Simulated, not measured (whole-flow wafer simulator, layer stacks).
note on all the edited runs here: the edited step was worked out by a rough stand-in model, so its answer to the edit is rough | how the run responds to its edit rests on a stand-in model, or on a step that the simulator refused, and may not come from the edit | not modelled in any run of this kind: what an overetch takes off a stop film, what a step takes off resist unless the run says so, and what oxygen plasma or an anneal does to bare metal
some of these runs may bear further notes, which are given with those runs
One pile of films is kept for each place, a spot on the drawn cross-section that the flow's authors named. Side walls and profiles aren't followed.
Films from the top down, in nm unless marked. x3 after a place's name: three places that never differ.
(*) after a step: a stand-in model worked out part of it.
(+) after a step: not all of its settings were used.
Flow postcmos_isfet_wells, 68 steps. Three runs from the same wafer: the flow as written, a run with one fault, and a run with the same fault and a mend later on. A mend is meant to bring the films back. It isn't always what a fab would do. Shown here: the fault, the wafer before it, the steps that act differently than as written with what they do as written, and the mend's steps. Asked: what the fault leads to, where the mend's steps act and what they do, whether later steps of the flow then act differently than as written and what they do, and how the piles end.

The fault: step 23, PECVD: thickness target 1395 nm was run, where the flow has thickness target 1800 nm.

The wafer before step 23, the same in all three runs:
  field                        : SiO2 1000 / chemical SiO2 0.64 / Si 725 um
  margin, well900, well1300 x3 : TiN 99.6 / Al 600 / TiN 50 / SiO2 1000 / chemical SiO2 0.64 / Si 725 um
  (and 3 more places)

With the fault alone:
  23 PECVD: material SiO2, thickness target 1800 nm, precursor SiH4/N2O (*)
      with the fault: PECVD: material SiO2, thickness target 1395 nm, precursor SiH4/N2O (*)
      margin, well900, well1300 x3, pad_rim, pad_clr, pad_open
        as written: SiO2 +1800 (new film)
        with the fault: SiO2 +1395 (new film)
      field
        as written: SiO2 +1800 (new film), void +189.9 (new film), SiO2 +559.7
        with the fault: SiO2 +1395 (new film), void +190 (new film), SiO2 +559.6
  Later steps of the flow that act differently than as written:
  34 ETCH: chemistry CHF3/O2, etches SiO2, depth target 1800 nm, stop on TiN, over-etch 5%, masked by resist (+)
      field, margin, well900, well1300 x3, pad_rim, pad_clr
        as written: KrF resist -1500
        with the fault: KrF resist -1220.6
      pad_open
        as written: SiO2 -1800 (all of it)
        with the fault: SiO2 -1395 (all of it)
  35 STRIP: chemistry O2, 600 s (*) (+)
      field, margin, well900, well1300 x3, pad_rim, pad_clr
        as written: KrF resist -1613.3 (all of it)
        with the fault: KrF resist -1892.7 (all of it)
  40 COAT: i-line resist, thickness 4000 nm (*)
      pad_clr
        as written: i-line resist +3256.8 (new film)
        with the fault: i-line resist +3384.6 (new film)
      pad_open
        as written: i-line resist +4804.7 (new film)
        with the fault: i-line resist +4658.8 (new film)
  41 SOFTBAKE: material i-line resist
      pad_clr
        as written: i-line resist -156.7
        with the fault: i-line resist -117.6
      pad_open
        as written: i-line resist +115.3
        with the fault: i-line resist +96.9
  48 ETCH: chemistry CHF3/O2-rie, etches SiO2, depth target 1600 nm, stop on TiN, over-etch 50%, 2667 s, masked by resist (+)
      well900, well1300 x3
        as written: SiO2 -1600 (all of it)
        with the fault: SiO2 -1195 (all of it)
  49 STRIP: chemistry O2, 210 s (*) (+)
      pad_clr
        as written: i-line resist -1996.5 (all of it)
        with the fault: i-line resist -2163.4 (all of it)
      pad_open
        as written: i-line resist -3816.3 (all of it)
        with the fault: i-line resist -3652 (all of it)
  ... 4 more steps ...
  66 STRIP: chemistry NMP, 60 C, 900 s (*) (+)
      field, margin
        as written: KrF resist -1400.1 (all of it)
        with the fault: KrF resist -1592.2 (all of it)
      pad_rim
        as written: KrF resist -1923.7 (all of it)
        with the fault: KrF resist -2015.2 (all of it)
  At the end the piles differ from the flow's by more than 2% or 0.5 nm, whichever is larger, at field, margin, pad_rim, pad_clr.
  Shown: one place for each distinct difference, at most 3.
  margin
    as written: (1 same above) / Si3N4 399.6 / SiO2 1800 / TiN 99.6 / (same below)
    with the fault: (1 same above) / Si3N4 399.6 / SiO2 1395 / TiN 99.6 / (same below)
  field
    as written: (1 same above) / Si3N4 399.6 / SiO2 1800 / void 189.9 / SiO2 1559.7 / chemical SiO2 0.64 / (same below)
    with the fault: (1 same above) / Si3N4 399.6 / SiO2 1395 / void 190 / SiO2 1559.6 / chemical SiO2 0.64 / (same below)
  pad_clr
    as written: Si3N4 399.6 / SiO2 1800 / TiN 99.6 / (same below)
    with the fault: Si3N4 399.6 / SiO2 1395 / TiN 99.6 / (same below)

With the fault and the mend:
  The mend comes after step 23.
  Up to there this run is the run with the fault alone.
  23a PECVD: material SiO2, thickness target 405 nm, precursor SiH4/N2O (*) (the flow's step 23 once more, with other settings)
      field, margin, well900, well1300 x3, pad_rim, pad_clr, pad_open
        SiO2 +405
  No later step of the flow acts differently than as written at any place that is followed.
  At the end the piles differ from the flow's only slightly at the places that both follow, by at most 2% or 0.5 nm, whichever is larger.
